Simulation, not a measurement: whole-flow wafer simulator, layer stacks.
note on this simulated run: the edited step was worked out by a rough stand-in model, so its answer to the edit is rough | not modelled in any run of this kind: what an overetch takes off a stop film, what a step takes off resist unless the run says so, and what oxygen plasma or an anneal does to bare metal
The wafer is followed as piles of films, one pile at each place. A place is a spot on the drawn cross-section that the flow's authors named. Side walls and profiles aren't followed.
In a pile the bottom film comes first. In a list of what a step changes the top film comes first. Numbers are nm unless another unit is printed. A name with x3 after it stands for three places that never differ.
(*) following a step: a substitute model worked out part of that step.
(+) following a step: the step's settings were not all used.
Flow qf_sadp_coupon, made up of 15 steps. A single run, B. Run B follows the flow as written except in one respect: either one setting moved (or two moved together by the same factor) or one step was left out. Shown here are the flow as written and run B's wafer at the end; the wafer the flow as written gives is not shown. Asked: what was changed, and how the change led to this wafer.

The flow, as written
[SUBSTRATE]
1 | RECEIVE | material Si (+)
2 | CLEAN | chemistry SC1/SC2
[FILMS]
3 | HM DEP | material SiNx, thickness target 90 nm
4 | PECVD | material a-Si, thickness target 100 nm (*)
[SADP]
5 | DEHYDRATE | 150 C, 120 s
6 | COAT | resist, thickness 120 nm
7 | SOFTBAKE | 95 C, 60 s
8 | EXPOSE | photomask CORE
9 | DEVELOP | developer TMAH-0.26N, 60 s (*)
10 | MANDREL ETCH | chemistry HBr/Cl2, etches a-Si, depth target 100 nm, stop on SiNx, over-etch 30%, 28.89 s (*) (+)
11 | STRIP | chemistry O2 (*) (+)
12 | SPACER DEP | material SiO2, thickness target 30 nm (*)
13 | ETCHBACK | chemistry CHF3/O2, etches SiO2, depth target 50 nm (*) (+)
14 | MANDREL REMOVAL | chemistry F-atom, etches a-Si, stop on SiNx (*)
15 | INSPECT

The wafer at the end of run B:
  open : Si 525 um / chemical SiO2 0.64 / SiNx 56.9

The reason: step 10, MANDREL ETCH: depth target 152.5 nm was run, whereas the flow has depth target 100 nm; step 10, MANDREL ETCH: 44.06 s was run, where the flow has 28.89 s.

The path from the change to this, step by step:
  10 | MANDREL ETCH | chemistry HBr/Cl2, etches a-Si, depth target 100 nm, stop on SiNx, over-etch 30%, 28.89 s (*) (+)
      m: resist loses 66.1 (it would be, as written: resist loses 43.3)
      open: a-Si loses 100 (all of it), SiNx loses 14 (it would be, as written: a-Si loses 100 (all of it), SiNx loses 4.29)
  11 | STRIP | chemistry O2 (*) (+)
      m: chemical SiO2 gains 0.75 (new film), resist loses 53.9 (all of it), a-Si loses 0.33 (it would be, as written: chemical SiO2 gains 0.74 (new film), resist loses 76.7 (all of it), a-Si loses 0.32)
